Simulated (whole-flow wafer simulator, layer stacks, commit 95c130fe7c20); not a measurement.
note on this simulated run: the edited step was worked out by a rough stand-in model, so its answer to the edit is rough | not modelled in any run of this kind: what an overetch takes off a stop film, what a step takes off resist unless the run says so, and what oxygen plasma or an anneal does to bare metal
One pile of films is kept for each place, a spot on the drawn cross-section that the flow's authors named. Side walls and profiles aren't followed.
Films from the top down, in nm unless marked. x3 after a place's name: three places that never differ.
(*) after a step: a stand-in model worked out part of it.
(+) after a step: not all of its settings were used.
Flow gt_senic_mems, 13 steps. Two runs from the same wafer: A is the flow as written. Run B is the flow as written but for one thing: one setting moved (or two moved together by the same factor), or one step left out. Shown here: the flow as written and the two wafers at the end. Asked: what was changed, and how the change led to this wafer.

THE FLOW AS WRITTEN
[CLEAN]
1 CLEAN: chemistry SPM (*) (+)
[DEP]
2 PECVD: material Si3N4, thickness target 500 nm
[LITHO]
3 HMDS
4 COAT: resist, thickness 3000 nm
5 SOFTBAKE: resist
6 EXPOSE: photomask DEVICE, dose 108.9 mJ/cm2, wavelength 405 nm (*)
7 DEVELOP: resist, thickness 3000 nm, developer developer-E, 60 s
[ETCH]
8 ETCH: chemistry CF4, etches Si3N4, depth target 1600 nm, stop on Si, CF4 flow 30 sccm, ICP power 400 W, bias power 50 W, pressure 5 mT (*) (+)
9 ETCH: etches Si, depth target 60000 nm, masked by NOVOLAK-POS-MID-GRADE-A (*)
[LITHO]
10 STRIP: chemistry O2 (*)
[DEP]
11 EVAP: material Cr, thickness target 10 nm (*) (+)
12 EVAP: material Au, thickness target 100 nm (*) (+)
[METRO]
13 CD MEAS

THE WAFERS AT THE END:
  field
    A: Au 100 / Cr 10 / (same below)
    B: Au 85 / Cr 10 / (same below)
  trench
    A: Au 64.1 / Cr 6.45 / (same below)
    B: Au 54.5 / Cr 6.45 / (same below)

The cause: step 12, EVAP: thickness target 85 nm was run, where the flow has thickness target 100 nm.
It can be read off the wafer: field has Au 85, and step 12 as written asks for 100 nm.

How the change led to this, step by step:
  12 EVAP: material Au, thickness target 100 nm (*) (+)
      field: A Au +100 (new film) | B Au +85 (new film)
      trench: A Au +64.1 (new film) | B Au +54.5 (new film)
